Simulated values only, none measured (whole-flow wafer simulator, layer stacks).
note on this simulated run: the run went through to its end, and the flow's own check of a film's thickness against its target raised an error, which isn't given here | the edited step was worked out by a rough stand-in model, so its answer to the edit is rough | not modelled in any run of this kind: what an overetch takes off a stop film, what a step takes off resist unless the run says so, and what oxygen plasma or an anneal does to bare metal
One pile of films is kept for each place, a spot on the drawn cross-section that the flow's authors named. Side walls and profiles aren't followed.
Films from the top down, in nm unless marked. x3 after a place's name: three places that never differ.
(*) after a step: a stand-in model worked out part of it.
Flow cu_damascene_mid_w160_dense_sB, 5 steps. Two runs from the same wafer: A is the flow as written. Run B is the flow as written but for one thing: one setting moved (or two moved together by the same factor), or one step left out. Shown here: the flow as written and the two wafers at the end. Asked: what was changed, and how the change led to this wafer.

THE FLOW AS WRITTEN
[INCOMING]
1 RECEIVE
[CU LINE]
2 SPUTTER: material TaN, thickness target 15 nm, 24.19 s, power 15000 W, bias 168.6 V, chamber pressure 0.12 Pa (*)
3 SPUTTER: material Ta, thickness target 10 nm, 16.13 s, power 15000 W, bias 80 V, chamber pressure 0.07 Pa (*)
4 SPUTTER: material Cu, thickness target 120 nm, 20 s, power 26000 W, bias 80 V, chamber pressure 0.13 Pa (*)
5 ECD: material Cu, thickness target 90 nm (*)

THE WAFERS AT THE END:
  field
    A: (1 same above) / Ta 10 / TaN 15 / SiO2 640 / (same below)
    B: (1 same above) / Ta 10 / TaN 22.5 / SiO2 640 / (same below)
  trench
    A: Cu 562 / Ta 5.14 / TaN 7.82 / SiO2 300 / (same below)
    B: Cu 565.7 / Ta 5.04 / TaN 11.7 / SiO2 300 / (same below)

The cause: step 2, SPUTTER: thickness target 22.5 nm was run, where the flow has thickness target 15 nm; step 2, SPUTTER: 36.29 s was run, where the flow has 24.19 s.
It can be read off the wafer: field has TaN 22.5, and step 2 as written asks for 15 nm.

How the change led to this, step by step:
  2 SPUTTER: material TaN, thickness target 15 nm, 24.19 s, power 15000 W, bias 168.6 V, chamber pressure 0.12 Pa (*)
      field: A TaN +15 (new film) | B TaN +22.5 (new film)
      trench: A TaN +7.82 (new film) | B TaN +11.7 (new film)
